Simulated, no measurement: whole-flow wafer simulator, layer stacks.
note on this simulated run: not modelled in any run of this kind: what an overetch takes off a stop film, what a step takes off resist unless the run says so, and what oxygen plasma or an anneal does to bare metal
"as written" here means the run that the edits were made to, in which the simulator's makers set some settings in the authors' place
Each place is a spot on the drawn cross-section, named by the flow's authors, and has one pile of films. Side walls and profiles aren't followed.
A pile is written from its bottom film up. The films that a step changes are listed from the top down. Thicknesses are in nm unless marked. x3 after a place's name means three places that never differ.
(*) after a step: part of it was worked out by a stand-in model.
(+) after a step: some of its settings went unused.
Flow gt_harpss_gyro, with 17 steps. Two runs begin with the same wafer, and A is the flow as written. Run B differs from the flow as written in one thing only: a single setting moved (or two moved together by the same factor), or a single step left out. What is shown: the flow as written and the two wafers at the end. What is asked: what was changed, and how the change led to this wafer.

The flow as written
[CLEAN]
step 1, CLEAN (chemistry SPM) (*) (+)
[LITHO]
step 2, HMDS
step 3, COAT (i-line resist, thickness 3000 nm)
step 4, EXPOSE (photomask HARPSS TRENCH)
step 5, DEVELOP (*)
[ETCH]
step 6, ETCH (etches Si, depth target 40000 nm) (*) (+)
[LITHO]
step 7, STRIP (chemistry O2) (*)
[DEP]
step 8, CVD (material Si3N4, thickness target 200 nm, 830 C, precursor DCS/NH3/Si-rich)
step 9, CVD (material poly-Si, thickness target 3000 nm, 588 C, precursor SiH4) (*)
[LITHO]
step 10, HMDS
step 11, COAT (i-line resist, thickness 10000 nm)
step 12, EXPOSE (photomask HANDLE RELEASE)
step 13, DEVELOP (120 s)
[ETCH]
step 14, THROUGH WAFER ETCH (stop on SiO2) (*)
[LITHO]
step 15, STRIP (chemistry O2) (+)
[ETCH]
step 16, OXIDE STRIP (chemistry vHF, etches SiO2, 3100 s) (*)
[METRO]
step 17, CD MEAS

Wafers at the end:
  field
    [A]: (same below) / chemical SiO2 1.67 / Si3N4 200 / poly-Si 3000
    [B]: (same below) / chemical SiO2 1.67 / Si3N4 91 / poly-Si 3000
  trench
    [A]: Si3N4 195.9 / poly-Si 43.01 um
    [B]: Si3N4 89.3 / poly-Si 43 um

Cause: step 8, CVD: thickness target 90.99 nm was run, though the flow has thickness target 200 nm.
The wafer itself shows it: field has Si3N4 91, and step 8 as written asks for 200 nm.

Step by step, how the change led to this:
  step 8, CVD (material Si3N4, thickness target 200 nm, 830 C, precursor DCS/NH3/Si-rich)
      field: A +200 Si3N4 (new film) | B +91 Si3N4 (new film)
      trench: A +195.9 Si3N4 (new film) | B +89.3 Si3N4 (new film)
  step 9, CVD (material poly-Si, thickness target 3000 nm, 588 C, precursor SiH4) (*)
      trench: A +43.01 um poly-Si (new film) | B +43 um poly-Si (new film)
